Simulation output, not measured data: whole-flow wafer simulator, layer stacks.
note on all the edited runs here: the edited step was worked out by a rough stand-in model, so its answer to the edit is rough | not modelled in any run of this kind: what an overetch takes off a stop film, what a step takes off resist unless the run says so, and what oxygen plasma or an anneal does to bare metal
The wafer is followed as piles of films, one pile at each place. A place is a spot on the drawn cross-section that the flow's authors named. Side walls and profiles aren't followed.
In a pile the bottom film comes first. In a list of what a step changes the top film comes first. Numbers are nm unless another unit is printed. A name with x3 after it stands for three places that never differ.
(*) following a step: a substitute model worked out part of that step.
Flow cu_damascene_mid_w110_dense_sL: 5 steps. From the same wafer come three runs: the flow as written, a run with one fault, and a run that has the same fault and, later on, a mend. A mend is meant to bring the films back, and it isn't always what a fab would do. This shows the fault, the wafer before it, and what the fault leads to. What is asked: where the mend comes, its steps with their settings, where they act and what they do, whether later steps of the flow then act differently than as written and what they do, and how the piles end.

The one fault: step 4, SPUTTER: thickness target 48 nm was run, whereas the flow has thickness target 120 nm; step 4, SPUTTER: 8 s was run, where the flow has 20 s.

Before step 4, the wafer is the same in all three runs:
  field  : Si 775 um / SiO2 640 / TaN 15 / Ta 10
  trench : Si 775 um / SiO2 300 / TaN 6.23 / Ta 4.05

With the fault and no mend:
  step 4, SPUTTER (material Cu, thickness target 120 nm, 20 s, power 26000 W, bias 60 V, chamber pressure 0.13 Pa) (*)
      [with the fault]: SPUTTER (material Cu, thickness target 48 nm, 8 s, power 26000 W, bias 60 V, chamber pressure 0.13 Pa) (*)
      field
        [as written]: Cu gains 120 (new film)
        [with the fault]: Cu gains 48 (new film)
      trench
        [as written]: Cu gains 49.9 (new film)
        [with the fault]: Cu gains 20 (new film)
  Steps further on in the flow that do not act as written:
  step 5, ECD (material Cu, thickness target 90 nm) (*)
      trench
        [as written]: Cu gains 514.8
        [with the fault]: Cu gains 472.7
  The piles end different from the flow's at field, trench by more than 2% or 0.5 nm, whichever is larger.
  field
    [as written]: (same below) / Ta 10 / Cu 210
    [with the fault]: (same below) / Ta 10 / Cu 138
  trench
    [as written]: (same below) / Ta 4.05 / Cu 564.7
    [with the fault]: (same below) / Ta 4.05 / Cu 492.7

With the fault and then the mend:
  After step 4 comes the mend.
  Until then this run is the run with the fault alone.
  step 4a, SPUTTER (material Cu, thickness target 72 nm, 12 s, power 26000 W, bias 60 V, chamber pressure 0.13 Pa) (*) (a further turn of the flow's step 4, with different settings)
      field
        Cu gains 72
      trench
        Cu gains 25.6
  None of the later steps of the flow differs from how it acts as written, at any place that is followed, by more than 2% or 0.5 nm, whichever is larger.
  At every place that both follow, the piles at the end match the flow's.
